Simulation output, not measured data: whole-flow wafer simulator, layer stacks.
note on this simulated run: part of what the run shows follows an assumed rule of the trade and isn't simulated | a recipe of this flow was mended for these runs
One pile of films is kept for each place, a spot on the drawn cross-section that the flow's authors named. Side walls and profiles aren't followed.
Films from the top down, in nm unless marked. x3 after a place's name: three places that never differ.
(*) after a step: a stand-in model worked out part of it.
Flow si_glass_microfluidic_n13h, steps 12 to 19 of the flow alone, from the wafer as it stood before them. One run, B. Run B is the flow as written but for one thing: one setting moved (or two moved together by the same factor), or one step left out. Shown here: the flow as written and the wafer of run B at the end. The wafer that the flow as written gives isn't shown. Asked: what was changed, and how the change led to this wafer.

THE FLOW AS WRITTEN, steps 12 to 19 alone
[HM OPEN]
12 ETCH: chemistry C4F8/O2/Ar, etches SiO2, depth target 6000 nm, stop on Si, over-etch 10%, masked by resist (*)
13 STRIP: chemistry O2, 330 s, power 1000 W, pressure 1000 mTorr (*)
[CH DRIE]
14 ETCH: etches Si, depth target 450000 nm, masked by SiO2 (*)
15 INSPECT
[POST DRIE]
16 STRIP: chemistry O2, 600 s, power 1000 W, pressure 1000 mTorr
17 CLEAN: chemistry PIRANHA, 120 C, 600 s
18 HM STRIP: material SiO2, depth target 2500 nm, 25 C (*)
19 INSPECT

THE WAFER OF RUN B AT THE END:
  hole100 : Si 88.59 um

The cause: step 12, ETCH: depth target 7800 nm was run, where the flow has depth target 6000 nm.

How the change led to this, step by step:
  12 ETCH: chemistry C4F8/O2/Ar, etches SiO2, depth target 6000 nm, stop on Si, over-etch 10%, masked by resist (*)
      land: thick-i-line-resist -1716 (as written it would be: thick-i-line-resist -1320)
      hole100: SiO2 -6000 (all of it), Si -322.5 (as written it would be: SiO2 -6000 (all of it), Si -75)
  13 STRIP: chemistry O2, 330 s, power 1000 W, pressure 1000 mTorr (*)
      land: thick-i-line-resist -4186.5 (all of it) (as written it would be: thick-i-line-resist -4582.5 (all of it))
